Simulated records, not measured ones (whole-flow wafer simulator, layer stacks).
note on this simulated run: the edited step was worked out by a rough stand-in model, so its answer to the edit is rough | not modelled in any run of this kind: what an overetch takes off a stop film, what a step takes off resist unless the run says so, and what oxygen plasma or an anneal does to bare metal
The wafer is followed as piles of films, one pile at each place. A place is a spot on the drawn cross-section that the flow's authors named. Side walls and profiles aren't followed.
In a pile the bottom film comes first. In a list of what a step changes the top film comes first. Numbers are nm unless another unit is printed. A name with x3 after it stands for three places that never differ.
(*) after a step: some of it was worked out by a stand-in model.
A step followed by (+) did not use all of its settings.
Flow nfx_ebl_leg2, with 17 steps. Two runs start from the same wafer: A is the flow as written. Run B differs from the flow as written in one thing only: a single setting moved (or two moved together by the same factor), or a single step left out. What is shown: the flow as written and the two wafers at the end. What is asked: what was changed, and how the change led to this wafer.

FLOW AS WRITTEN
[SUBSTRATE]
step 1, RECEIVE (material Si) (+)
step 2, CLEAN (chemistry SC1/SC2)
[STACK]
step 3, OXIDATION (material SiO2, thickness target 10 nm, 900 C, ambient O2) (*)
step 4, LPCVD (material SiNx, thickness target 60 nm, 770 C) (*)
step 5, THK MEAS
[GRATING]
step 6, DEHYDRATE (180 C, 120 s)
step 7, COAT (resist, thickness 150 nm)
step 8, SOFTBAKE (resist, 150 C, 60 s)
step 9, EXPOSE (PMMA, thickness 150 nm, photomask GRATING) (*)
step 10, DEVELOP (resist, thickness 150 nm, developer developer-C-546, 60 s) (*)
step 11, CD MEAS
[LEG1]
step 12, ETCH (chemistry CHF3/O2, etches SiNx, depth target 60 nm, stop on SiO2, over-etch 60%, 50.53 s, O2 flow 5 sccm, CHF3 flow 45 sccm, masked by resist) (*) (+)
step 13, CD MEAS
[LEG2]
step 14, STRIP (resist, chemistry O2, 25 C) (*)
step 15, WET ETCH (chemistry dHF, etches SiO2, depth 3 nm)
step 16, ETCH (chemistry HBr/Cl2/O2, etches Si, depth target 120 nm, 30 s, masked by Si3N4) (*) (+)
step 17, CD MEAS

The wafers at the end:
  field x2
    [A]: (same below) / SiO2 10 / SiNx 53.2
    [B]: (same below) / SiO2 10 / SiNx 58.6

What caused this: step 4, LPCVD: thickness target 65.4 nm was run, whereas the flow has thickness target 60 nm.

How this came from the change, step by step:
  step 4, LPCVD (material SiNx, thickness target 60 nm, 770 C) (*)
      field x2, pad x2: A +60 SiNx (new film) | B +65.4 SiNx (new film)
  step 12, ETCH (chemistry CHF3/O2, etches SiNx, depth target 60 nm, stop on SiO2, over-etch 60%, 50.53 s, O2 flow 5 sccm, CHF3 flow 45 sccm, masked by resist) (*) (+)
      pad x2: A -60 SiNx (all of it), -10 SiO2 (all of it) | B -65.4 SiNx (all of it), -10 SiO2 (all of it)
